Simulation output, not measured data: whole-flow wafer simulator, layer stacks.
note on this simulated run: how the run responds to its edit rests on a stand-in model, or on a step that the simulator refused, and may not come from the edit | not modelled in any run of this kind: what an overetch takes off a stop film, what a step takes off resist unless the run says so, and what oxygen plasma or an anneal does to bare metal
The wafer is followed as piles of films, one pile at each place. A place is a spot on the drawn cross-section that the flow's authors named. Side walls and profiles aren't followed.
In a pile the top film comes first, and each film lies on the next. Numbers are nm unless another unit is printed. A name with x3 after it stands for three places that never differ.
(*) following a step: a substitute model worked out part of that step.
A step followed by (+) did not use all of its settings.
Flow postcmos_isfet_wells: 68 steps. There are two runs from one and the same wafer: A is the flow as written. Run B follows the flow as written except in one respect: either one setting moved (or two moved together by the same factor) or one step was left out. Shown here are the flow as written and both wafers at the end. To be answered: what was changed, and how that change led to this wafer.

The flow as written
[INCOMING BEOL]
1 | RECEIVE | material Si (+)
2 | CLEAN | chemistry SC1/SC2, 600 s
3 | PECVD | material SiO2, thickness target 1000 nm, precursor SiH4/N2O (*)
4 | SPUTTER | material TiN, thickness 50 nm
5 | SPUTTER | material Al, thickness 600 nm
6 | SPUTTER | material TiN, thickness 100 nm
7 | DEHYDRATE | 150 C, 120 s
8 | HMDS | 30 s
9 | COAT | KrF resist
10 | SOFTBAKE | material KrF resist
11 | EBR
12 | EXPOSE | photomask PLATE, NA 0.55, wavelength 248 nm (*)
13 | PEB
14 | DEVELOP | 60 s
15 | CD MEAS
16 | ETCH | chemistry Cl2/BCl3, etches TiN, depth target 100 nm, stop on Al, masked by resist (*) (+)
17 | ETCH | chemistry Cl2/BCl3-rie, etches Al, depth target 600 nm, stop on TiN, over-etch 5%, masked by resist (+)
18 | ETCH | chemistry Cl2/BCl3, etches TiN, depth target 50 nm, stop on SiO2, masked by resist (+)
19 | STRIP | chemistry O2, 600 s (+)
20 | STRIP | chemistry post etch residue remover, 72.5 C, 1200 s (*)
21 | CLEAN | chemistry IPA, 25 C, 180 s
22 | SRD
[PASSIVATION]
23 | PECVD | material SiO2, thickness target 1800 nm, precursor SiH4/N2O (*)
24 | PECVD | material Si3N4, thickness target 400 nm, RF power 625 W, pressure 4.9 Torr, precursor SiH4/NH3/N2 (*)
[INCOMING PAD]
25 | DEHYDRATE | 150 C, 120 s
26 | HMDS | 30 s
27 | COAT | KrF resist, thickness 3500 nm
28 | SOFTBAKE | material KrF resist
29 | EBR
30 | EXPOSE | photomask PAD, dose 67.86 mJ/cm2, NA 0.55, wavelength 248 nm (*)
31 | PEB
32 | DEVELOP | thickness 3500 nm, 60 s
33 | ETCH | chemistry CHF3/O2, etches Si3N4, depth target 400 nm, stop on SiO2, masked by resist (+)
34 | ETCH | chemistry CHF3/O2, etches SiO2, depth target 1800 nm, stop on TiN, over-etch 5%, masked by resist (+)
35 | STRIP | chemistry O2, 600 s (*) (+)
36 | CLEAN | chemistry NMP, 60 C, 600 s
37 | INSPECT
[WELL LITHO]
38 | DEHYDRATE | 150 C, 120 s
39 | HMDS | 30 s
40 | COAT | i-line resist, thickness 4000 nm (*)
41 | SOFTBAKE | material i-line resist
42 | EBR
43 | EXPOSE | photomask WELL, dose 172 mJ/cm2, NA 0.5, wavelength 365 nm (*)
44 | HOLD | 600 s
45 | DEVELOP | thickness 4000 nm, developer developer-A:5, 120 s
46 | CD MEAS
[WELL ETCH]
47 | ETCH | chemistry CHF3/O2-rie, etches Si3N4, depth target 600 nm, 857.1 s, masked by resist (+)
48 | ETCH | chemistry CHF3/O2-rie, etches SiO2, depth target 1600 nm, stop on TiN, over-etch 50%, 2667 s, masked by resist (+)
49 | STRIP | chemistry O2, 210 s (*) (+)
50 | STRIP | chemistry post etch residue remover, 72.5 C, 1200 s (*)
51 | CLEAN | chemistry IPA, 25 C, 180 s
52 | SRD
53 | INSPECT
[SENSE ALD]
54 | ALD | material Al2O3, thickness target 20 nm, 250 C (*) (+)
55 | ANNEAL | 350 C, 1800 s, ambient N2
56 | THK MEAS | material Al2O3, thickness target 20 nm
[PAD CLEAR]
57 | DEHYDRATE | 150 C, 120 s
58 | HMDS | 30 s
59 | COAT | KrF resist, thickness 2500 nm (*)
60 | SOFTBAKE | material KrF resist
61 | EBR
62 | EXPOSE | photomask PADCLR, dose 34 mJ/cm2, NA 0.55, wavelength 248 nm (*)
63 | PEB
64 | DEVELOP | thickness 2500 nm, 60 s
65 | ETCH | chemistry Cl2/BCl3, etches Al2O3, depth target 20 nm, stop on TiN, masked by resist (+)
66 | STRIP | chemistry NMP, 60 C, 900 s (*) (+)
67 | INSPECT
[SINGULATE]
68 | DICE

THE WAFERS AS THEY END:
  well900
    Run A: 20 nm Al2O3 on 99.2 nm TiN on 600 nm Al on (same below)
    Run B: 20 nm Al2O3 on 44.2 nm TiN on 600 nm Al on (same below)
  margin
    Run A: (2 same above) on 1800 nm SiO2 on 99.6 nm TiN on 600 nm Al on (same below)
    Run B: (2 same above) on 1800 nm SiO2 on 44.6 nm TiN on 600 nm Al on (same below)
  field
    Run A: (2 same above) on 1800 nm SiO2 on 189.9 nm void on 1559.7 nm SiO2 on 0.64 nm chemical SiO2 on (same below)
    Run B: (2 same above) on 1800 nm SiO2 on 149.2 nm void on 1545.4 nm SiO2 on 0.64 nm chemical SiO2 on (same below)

The reason: step 6, SPUTTER: thickness 45 nm was run, while the flow as written has thickness 100 nm.

How this came from the change, step by step:
  6 | SPUTTER | material TiN, thickness 100 nm
      field, margin, well900, well1300 x3, pad_rim, pad_clr, pad_open: A +100 TiN (new film) | B +45 TiN (new film)
  16 | ETCH | chemistry Cl2/BCl3, etches TiN, depth target 100 nm, stop on Al, masked by resist (*) (+)
      margin, well900, well1300 x3, pad_rim, pad_clr, pad_open: A -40 KrF resist | B -27 KrF resist
      field: A -100 TiN (all of it) | B -45 TiN (all of it)
  19 | STRIP | chemistry O2, 600 s (+)
      margin, well900, well1300 x3, pad_rim, pad_clr, pad_open: A -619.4 KrF resist (all of it) | B -632.4 KrF resist (all of it)
  23 | PECVD | material SiO2, thickness target 1800 nm, precursor SiH4/N2O (*)
      field: A +1800 SiO2 (new film), +189.9 void (new film), +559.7 SiO2 | B +1800 SiO2 (new film), +149.2 void (new film), +545.4 SiO2
